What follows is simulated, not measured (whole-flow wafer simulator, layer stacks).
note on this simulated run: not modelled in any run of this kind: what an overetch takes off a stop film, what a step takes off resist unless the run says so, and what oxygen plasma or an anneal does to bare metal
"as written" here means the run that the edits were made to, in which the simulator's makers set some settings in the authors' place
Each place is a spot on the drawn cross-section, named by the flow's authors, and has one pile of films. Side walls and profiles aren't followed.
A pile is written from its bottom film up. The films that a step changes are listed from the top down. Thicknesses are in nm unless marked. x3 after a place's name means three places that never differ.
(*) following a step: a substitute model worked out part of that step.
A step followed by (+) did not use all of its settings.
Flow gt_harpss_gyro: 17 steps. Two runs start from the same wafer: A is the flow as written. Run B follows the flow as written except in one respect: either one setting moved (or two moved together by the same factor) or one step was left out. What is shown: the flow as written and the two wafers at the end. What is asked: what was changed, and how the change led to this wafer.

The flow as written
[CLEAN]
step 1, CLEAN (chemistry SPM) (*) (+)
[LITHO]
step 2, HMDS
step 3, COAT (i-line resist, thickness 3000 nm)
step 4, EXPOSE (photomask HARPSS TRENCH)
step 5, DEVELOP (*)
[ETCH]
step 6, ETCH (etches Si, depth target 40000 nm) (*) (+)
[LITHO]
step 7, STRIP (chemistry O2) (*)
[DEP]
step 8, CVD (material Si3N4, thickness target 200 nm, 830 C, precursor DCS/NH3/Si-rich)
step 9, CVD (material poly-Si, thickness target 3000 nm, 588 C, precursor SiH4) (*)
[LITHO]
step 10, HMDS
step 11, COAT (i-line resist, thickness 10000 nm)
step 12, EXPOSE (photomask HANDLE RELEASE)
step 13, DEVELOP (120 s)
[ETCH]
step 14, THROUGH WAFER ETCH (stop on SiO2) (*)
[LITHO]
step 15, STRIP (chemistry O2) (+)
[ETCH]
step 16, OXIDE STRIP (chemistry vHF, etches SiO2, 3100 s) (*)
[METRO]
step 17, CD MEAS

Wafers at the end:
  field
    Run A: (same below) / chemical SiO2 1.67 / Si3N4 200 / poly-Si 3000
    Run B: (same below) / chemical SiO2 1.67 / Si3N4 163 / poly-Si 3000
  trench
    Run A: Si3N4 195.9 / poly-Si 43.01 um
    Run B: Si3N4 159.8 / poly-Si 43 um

The reason: step 8, CVD: thickness target 163 nm was run, while the flow as written has thickness target 200 nm.
The wafer itself shows it: field has Si3N4 163, and step 8 as written asks for 200 nm.

The path from the change to this, step by step:
  step 8, CVD (material Si3N4, thickness target 200 nm, 830 C, precursor DCS/NH3/Si-rich)
      field: A Si3N4 gains 200 (new film) | B Si3N4 gains 163 (new film)
      trench: A Si3N4 gains 195.9 (new film) | B Si3N4 gains 159.8 (new film)
  step 9, CVD (material poly-Si, thickness target 3000 nm, 588 C, precursor SiH4) (*)
      trench: A poly-Si gains 43.01 um (new film) | B poly-Si gains 43 um (new film)
